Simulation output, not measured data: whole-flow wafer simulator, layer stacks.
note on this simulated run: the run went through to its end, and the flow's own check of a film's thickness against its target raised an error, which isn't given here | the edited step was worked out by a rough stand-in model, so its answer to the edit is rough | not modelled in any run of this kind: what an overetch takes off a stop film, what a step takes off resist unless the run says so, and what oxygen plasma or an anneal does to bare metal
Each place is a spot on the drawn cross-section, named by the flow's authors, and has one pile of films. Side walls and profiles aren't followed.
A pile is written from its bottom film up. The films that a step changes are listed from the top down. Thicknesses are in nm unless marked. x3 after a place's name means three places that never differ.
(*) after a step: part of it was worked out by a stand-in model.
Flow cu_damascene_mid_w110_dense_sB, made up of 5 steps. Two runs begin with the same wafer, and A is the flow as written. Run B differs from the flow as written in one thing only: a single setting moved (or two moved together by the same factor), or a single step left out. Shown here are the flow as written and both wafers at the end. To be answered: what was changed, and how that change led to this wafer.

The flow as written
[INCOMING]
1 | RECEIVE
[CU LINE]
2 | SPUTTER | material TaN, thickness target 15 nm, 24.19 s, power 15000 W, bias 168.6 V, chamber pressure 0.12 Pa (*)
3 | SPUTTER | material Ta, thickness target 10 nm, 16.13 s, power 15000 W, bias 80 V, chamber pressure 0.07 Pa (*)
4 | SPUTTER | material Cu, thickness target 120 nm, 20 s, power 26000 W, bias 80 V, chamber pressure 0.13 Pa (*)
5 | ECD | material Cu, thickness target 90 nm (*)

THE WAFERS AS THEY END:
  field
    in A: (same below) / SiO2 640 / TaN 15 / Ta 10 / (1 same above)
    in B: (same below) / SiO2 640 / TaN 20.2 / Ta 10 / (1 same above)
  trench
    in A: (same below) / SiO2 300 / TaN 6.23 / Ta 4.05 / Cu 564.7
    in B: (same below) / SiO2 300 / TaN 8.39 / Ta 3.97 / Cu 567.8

What caused this: step 2, SPUTTER: thickness target 20.2 nm was run, while the flow as written has thickness target 15 nm; step 2, SPUTTER: 32.66 s was run, where the flow has 24.19 s.
The wafer lets one read it off: field has TaN 20.2, and step 2 as written asks for 15 nm.

The path from the change to this, step by step:
  2 | SPUTTER | material TaN, thickness target 15 nm, 24.19 s, power 15000 W, bias 168.6 V, chamber pressure 0.12 Pa (*)
      field: A +15 TaN (new film) | B +20.2 TaN (new film)
      trench: A +6.23 TaN (new film) | B +8.39 TaN (new film)
